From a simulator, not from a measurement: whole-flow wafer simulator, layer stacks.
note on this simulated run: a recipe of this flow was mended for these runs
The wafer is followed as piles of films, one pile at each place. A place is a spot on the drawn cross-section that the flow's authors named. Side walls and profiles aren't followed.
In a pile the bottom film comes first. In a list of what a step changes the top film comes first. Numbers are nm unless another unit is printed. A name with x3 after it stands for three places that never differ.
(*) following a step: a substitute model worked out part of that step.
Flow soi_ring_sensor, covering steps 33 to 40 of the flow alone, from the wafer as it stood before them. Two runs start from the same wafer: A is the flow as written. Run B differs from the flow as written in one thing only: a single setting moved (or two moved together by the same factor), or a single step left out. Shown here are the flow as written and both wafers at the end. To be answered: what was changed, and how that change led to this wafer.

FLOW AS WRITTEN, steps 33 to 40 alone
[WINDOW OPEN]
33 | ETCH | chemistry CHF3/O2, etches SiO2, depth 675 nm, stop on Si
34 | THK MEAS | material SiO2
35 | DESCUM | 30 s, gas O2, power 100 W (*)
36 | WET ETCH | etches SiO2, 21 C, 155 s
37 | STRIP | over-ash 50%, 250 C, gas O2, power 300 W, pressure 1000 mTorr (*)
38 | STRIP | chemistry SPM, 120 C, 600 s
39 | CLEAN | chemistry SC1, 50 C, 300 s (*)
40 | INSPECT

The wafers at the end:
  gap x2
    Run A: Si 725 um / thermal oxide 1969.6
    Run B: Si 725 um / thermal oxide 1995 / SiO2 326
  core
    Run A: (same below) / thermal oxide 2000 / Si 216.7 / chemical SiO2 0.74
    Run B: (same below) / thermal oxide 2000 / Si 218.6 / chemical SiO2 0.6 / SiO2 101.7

Cause: step 36, WET ETCH: etches SiO2, 21 C, 155 s, was omitted.

How this came from the change, step by step:
  37 | STRIP | over-ash 50%, 250 C, gas O2, power 300 W, pressure 1000 mTorr (*)
      core: A chemical SiO2 gains 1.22 (new film), Si loses 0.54 | B nothing
  39 | CLEAN | chemistry SC1, 50 C, 300 s (*)
      gap x2: A thermal oxide loses 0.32 | B SiO2 loses 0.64
      core: A chemical SiO2 loses 0.48 | B SiO2 loses 0.64
